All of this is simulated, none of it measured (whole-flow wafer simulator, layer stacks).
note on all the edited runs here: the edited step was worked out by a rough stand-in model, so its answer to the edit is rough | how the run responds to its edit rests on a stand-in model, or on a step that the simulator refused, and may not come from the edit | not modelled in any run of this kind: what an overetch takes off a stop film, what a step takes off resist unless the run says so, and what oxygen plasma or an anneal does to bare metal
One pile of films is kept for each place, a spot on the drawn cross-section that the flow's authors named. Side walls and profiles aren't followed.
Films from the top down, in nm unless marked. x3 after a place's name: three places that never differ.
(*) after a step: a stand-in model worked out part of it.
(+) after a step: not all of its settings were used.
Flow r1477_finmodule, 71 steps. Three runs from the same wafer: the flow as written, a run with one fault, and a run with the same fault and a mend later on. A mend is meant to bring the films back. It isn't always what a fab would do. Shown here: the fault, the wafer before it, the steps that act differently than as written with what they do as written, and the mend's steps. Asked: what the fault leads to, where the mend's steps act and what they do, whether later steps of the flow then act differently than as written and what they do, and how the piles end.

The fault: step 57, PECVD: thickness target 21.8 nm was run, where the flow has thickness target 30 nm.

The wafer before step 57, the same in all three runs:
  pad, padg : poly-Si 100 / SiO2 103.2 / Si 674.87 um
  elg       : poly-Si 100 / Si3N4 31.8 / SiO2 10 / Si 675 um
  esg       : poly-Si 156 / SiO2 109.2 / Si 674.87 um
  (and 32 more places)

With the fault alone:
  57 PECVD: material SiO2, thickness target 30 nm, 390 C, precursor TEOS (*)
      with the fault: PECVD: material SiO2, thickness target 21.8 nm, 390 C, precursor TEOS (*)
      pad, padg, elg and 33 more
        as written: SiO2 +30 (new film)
        with the fault: SiO2 +21.8 (new film)
  Later steps of the flow that act differently than as written (3 more steps differ only slightly, by at most 2% or 0.5 nm, whichever is larger, and aren't shown):
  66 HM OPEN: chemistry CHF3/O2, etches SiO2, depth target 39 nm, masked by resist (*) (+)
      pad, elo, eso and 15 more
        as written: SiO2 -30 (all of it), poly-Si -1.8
        with the fault: SiO2 -21.8 (all of it), poly-Si -2.18
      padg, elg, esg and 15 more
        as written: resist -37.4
        with the fault: resist -31.3
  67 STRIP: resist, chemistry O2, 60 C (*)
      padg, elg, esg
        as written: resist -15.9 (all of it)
        with the fault: resist -21.9 (all of it)
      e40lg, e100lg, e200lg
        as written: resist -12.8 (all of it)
        with the fault: resist -18.8 (all of it)
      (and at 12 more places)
  At the end the piles differ from the flow's by more than 2% or 0.5 nm, whichever is larger, at padg, elg, esg and 15 more.
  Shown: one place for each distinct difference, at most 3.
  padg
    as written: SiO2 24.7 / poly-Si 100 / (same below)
    with the fault: SiO2 16.5 / poly-Si 100 / (same below)
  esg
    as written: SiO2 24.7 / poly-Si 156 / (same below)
    with the fault: SiO2 16.5 / poly-Si 156 / (same below)
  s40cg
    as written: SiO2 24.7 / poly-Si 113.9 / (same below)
    with the fault: SiO2 16.5 / poly-Si 113.9 / (same below)

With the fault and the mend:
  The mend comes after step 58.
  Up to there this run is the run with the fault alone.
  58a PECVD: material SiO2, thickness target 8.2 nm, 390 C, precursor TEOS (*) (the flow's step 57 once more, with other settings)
      pad, padg, elg and 33 more
        SiO2 +8.2
  No later step of the flow acts differently than as written at any place that is followed.
  At the end the piles are the same as the flow's at every place that both follow.
